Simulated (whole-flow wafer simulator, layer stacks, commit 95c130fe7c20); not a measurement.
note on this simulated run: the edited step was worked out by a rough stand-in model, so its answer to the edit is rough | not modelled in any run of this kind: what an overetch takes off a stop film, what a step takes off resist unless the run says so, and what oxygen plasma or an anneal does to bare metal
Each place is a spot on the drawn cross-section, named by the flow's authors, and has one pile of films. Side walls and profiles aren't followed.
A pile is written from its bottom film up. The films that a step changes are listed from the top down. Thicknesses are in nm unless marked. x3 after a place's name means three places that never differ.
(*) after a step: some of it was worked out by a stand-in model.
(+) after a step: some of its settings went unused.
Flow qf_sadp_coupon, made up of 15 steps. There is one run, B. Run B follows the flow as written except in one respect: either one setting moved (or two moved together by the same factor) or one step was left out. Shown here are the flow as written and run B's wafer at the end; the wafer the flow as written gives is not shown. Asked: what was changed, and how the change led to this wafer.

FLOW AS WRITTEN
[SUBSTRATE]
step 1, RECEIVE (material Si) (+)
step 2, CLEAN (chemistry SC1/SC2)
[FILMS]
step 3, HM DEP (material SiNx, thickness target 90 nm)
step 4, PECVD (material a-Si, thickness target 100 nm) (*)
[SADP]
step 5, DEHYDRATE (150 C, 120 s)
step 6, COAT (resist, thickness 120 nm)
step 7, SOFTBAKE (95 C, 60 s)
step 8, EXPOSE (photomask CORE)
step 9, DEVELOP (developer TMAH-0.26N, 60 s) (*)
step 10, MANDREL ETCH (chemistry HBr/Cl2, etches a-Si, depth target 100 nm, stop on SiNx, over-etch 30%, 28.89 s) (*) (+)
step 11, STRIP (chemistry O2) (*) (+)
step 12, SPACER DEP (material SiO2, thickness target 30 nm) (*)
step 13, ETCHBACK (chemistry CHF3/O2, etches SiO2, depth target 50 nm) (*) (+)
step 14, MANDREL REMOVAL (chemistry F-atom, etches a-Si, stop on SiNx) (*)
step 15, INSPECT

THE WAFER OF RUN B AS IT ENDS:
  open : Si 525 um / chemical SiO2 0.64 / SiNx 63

Cause: step 4, PECVD: thickness target 74 nm was run, while the flow as written has thickness target 100 nm.

How this came from the change, step by step:
  step 4, PECVD (material a-Si, thickness target 100 nm) (*)
      m, open: +74 a-Si (new film) (as written it would have been: +100 a-Si (new film))
  step 10, MANDREL ETCH (chemistry HBr/Cl2, etches a-Si, depth target 100 nm, stop on SiNx, over-etch 30%, 28.89 s) (*) (+)
      open: -74 a-Si (all of it), -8 SiNx (as written it would have been: -100 a-Si (all of it), -4.29 SiNx)
  step 14, MANDREL REMOVAL (chemistry F-atom, etches a-Si, stop on SiNx) (*)
      m: -69.8 a-Si (all of it) (as written it would have been: -95.8 a-Si (all of it))
